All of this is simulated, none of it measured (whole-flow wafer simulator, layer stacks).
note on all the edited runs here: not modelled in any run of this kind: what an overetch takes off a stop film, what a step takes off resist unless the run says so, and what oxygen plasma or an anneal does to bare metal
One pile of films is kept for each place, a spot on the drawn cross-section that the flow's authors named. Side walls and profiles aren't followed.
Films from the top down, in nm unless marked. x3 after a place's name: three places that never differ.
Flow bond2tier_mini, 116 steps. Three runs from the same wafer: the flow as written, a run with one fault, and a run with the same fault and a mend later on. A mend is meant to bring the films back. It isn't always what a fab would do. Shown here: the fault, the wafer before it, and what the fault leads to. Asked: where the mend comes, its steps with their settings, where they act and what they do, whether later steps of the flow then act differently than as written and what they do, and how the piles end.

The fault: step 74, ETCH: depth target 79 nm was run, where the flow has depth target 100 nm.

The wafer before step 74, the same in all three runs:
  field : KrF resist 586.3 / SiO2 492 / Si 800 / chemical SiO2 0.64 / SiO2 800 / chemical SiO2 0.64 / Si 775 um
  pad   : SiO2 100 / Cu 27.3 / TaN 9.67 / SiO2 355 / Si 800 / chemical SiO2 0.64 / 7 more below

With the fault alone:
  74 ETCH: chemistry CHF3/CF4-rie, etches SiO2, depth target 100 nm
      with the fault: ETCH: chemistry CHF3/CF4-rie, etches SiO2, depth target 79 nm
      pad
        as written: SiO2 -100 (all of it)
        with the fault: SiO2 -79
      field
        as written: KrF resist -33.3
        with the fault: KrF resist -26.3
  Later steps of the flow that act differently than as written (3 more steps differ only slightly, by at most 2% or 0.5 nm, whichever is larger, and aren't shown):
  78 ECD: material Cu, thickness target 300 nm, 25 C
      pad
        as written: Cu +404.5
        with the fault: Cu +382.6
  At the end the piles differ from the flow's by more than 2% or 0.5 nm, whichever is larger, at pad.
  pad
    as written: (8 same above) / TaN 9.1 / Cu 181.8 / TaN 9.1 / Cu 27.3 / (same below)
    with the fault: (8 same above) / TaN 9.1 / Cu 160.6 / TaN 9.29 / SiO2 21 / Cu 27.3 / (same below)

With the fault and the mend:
  The mend comes after step 74.
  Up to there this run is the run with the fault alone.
  74a ETCH: chemistry CHF3/CF4-rie, etches SiO2, depth target 21 nm (the flow's step 74 once more, with other settings)
      field
        KrF resist -7
      pad
        SiO2 -21 (all of it)
  No later step of the flow acts differently than as written at any place that is followed.
  At the end the piles are the same as the flow's at every place that both follow.
